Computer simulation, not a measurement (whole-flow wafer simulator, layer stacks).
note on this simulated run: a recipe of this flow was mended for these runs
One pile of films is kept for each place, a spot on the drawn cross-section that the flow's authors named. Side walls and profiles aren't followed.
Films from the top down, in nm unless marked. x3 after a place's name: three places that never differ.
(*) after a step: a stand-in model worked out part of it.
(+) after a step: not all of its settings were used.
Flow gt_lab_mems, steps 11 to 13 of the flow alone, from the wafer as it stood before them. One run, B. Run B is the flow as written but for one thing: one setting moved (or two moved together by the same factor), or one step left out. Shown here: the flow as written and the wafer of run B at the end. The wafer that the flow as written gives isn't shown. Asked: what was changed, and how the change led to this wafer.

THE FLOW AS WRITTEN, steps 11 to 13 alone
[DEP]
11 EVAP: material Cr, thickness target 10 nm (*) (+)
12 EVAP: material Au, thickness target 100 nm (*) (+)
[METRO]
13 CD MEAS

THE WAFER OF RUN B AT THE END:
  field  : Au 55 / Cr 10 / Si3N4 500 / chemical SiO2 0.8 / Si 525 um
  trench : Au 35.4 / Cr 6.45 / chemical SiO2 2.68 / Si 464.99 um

The cause: step 12, EVAP: thickness target 55 nm was run, where the flow has thickness target 100 nm.
It can be read off the wafer: field has Au 55, and step 12 as written asks for 100 nm.

How the change led to this, step by step:
  12 EVAP: material Au, thickness target 100 nm (*) (+)
      field: Au +55 (new film) (as written it would be: Au +100 (new film))
      trench: Au +35.4 (new film) (as written it would be: Au +64.1 (new film))
